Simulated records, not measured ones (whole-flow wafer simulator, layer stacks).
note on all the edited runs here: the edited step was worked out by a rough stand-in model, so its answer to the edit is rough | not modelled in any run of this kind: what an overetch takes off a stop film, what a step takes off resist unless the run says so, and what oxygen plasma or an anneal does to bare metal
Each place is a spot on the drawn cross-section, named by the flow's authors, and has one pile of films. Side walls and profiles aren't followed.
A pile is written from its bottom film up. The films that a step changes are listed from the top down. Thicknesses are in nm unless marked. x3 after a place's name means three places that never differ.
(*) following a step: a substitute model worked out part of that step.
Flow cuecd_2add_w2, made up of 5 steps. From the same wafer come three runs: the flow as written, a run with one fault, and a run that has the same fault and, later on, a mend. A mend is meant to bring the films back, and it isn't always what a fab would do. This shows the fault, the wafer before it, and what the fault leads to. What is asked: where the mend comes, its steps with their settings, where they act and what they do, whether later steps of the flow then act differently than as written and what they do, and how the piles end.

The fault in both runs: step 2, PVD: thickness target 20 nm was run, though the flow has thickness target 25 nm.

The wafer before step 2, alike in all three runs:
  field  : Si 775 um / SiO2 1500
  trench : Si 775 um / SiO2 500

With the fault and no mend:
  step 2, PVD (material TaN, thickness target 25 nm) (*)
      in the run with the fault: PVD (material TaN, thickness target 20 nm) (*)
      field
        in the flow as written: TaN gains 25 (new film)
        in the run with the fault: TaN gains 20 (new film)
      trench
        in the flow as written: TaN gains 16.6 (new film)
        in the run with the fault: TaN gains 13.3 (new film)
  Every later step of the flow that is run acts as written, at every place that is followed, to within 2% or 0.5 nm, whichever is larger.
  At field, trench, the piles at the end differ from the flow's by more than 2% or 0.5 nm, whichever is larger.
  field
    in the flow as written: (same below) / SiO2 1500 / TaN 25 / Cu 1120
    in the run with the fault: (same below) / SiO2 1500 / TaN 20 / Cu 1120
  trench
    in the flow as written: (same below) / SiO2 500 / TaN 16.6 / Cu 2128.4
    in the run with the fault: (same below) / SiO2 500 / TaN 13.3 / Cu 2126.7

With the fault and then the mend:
  The mend stands after step 2.
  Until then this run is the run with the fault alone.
  step 2a, PVD (material TaN, thickness target 5 nm) (*) (a further turn of the flow's step 2, with different settings)
      field
        TaN gains 5
      trench
        TaN gains 3.3
  Every later step of the flow that is run acts as written at every place that is followed.
  By the end, the piles equal the flow's at every place that both follow.
